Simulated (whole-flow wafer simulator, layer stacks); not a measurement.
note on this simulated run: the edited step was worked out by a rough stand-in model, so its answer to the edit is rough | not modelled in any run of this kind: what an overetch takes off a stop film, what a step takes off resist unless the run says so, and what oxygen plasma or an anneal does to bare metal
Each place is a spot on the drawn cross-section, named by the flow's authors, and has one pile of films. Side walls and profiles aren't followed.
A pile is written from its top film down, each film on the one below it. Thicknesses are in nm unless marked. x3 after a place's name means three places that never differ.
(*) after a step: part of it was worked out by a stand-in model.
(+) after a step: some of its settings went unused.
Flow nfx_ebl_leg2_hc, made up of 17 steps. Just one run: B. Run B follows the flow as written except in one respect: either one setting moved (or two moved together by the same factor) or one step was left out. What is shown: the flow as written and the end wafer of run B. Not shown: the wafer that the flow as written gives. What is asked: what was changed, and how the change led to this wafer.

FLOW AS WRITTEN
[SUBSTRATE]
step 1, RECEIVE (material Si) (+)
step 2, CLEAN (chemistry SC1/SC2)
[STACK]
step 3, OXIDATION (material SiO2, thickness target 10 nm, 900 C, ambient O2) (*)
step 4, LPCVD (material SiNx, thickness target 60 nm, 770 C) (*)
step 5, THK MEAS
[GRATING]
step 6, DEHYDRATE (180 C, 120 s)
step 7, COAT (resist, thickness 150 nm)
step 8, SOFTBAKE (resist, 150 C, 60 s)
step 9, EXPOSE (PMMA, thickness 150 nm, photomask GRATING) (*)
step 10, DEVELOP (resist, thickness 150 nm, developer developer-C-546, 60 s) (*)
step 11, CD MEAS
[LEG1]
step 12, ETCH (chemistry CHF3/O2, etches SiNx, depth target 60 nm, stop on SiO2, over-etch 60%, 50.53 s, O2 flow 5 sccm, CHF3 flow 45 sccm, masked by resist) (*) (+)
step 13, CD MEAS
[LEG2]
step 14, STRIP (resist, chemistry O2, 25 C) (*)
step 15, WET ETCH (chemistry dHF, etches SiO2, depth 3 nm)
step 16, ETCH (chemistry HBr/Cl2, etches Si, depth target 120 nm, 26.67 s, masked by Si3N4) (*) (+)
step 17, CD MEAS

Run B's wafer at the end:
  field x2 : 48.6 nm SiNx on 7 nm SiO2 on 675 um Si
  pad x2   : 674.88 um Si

Cause: step 3, OXIDATION: thickness target 7 nm was run, while the flow as written has thickness target 10 nm.
The wafer lets one read it off: field x2 has SiO2 7, and step 3 as written asks for 10 nm.

The path from the change to this, step by step:
  step 3, OXIDATION (material SiO2, thickness target 10 nm, 900 C, ambient O2) (*)
      field x2, pad x2: SiO2 gains 7 (new film), chemical SiO2 loses 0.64 (all of it), Si loses 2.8 (it would be, as written: SiO2 gains 10 (new film), chemical SiO2 loses 0.64 (all of it), Si loses 4.12)
  step 12, ETCH (chemistry CHF3/O2, etches SiNx, depth target 60 nm, stop on SiO2, over-etch 60%, 50.53 s, O2 flow 5 sccm, CHF3 flow 45 sccm, masked by resist) (*) (+)
      pad x2: SiNx loses 60 (all of it), SiO2 loses 7 (all of it) (it would be, as written: SiNx loses 60 (all of it), SiO2 loses 10 (all of it))
